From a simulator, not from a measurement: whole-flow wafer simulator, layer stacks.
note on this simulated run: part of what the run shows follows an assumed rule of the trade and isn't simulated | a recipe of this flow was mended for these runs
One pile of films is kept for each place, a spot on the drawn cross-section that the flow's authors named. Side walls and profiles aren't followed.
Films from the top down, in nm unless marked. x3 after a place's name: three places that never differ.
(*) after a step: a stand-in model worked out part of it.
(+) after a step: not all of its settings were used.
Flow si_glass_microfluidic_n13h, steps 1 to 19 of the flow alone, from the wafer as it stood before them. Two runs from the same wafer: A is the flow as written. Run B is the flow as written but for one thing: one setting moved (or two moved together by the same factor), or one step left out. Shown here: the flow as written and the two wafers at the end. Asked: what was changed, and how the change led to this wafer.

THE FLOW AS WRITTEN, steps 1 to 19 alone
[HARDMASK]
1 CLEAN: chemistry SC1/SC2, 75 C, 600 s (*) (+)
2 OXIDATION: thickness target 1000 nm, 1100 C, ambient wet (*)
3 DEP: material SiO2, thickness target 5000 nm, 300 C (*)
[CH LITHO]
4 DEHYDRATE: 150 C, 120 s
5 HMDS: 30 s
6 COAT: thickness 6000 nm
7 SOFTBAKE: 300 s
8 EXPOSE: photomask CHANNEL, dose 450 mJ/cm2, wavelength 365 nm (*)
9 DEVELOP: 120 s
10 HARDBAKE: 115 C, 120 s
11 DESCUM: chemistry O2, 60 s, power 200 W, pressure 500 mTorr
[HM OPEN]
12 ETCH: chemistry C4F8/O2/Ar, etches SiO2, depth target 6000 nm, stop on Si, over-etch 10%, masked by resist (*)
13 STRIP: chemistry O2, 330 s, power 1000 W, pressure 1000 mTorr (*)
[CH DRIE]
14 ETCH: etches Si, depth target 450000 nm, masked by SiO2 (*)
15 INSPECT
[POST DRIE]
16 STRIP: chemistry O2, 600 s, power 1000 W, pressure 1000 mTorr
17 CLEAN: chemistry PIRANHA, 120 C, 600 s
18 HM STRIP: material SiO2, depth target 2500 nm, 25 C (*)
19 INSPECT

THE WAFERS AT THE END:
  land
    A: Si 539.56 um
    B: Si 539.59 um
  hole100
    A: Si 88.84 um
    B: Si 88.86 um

The cause: step 2, OXIDATION: thickness target 925 nm was run, where the flow has thickness target 1000 nm.

How the change led to this, step by step:
  2 OXIDATION: thickness target 1000 nm, 1100 C, ambient wet (*)
      land, hole100: A SiO2 +1000 (new film), chemical SiO2 -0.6 (all of it), Si -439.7 | B SiO2 +925 (new film), chemical SiO2 -0.6 (all of it), Si -406.7
  12 ETCH: chemistry C4F8/O2/Ar, etches SiO2, depth target 6000 nm, stop on Si, over-etch 10%, masked by resist (*)
      hole100: A SiO2 -6000 (all of it), Si -75 | B SiO2 -5925 (all of it), Si -84.4
  18 HM STRIP: material SiO2, depth target 2500 nm, 25 C (*)
      land: A SiO2 -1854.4 (all of it) | B SiO2 -1779.6 (all of it)
